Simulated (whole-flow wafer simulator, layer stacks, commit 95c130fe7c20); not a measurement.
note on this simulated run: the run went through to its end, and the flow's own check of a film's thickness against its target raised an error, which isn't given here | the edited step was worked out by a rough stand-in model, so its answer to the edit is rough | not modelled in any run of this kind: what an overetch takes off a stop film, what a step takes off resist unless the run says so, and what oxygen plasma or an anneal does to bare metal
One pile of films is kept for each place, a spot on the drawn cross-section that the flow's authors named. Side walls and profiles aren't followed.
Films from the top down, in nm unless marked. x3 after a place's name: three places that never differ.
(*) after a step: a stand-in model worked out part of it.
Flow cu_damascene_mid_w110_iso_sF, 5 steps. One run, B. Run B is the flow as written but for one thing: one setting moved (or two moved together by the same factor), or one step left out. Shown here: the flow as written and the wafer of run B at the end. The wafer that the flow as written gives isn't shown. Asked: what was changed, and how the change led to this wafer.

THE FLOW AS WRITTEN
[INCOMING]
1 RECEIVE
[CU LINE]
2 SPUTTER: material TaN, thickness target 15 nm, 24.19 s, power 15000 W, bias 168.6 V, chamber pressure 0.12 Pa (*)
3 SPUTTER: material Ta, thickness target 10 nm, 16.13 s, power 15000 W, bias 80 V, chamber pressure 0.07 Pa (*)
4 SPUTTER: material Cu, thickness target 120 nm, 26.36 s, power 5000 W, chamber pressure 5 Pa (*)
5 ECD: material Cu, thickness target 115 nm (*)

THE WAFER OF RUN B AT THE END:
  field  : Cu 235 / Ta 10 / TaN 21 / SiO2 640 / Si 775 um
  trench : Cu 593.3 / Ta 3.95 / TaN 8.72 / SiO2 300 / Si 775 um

The cause: step 2, SPUTTER: thickness target 21 nm was run, where the flow has thickness target 15 nm.
It can be read off the wafer: field has TaN 21, and step 2 as written asks for 15 nm.

How the change led to this, step by step:
  2 SPUTTER: material TaN, thickness target 15 nm, 24.19 s, power 15000 W, bias 168.6 V, chamber pressure 0.12 Pa (*)
      field: TaN +21 (new film) (as written it would be: TaN +15 (new film))
      trench: TaN +8.72 (new film) (as written it would be: TaN +6.23 (new film))
